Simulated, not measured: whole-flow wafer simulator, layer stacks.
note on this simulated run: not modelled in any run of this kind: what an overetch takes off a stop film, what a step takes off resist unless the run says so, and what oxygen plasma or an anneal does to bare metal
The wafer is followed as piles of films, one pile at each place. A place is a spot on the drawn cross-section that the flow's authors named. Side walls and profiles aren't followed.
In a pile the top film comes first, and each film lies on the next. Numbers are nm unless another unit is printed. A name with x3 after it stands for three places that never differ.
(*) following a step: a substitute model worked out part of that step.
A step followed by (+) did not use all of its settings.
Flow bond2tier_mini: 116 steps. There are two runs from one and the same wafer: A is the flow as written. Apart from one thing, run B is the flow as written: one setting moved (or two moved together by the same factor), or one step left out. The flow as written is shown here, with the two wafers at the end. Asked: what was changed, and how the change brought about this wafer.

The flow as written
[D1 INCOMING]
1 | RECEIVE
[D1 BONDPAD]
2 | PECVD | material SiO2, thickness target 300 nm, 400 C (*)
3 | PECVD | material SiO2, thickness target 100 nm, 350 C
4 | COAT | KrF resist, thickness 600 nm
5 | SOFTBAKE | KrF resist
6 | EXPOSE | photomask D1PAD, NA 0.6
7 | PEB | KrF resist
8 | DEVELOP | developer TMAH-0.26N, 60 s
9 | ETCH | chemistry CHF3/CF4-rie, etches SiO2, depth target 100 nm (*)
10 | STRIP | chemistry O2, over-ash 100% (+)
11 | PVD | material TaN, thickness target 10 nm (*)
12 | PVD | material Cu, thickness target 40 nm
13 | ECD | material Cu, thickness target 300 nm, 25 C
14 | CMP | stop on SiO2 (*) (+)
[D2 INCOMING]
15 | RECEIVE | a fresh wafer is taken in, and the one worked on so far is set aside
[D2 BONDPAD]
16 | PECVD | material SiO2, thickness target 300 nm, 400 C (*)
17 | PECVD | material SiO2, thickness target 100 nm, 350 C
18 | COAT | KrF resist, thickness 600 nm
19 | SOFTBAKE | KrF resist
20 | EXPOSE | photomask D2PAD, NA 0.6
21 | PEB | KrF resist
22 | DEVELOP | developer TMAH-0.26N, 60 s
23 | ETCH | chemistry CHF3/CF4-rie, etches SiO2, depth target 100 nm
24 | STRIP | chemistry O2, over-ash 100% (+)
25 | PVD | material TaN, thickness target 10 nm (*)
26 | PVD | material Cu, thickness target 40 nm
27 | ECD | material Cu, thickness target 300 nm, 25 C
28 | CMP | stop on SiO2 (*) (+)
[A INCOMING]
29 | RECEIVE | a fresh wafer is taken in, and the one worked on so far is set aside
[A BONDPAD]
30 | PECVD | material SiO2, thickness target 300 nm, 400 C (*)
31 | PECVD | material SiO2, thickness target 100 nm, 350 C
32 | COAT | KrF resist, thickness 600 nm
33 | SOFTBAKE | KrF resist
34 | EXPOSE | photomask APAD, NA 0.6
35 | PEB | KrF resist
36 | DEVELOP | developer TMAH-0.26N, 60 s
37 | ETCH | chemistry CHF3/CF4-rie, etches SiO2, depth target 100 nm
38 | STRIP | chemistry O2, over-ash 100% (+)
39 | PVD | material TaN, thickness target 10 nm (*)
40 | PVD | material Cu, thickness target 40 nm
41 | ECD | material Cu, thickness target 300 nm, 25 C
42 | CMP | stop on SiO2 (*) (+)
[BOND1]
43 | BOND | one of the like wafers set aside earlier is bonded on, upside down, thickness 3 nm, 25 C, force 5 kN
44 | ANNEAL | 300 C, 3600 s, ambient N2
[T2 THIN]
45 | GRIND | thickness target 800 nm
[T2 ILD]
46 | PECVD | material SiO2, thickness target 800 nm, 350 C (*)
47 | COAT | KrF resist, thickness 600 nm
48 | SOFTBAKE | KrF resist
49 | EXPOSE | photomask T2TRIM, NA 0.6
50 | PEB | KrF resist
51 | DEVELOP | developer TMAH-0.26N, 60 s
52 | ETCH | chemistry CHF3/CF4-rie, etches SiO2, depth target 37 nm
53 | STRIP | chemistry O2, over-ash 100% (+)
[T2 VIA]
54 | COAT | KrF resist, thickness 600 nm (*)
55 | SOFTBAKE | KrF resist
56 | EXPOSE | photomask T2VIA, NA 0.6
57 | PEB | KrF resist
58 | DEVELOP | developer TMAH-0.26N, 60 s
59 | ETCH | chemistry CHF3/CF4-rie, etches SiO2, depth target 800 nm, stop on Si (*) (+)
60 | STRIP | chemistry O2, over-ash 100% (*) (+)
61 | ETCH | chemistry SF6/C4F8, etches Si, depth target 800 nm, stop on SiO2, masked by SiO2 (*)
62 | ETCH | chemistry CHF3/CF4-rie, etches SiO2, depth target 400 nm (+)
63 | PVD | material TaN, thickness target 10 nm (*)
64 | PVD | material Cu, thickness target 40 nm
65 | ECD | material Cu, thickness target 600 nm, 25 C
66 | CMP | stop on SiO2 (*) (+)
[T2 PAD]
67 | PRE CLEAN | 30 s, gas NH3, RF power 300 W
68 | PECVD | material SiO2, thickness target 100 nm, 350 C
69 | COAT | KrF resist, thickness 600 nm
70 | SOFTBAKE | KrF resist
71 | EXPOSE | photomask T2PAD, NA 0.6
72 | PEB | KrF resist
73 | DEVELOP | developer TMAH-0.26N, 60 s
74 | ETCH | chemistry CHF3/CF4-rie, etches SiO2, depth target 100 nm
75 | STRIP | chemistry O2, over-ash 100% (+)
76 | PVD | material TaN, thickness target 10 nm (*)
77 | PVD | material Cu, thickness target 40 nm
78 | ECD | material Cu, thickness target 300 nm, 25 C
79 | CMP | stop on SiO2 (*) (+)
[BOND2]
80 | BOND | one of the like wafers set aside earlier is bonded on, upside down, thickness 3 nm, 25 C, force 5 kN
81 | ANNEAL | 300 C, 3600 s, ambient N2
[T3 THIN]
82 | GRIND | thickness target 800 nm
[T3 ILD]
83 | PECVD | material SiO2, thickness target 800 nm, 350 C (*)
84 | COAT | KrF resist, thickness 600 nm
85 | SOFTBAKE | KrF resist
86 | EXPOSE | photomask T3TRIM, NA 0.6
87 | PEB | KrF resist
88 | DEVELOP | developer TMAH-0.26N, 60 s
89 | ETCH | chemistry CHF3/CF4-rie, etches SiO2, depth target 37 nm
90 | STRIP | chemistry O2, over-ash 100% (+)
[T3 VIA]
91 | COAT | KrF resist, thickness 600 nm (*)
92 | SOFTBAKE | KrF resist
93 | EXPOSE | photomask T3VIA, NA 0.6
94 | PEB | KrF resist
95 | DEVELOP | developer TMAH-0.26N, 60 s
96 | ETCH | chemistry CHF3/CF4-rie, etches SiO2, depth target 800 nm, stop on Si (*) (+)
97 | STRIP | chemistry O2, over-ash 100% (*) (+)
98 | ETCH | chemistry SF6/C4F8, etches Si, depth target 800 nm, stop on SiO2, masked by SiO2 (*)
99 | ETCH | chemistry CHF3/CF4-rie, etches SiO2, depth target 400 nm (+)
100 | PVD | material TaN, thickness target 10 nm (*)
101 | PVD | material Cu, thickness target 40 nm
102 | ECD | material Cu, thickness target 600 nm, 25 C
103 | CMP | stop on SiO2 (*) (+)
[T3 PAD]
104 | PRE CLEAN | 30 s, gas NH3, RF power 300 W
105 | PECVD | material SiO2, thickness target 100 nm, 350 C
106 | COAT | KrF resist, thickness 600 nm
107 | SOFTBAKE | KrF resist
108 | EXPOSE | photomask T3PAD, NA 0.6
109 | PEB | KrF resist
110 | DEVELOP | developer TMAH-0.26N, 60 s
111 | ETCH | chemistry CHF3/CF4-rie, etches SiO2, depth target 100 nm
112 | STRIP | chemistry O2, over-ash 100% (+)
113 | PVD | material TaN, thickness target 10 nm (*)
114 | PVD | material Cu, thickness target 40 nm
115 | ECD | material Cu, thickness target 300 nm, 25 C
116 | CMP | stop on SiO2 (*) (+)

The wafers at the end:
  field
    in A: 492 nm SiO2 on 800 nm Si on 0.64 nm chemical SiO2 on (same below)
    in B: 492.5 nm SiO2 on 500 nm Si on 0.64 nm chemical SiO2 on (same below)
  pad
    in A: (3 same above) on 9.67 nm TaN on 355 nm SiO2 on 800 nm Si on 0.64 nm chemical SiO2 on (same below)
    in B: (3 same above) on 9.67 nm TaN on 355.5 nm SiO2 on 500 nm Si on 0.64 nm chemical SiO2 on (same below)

What caused this: step 82, GRIND: thickness target 500 nm was run, whereas the flow has thickness target 800 nm.
The wafer lets one read it off: field has Si 500, and step 82 as written asks for 800 nm.

The path from the change to this, step by step:
  82 | GRIND | thickness target 800 nm
      field, pad: A -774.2 um Si | B -774.5 um Si
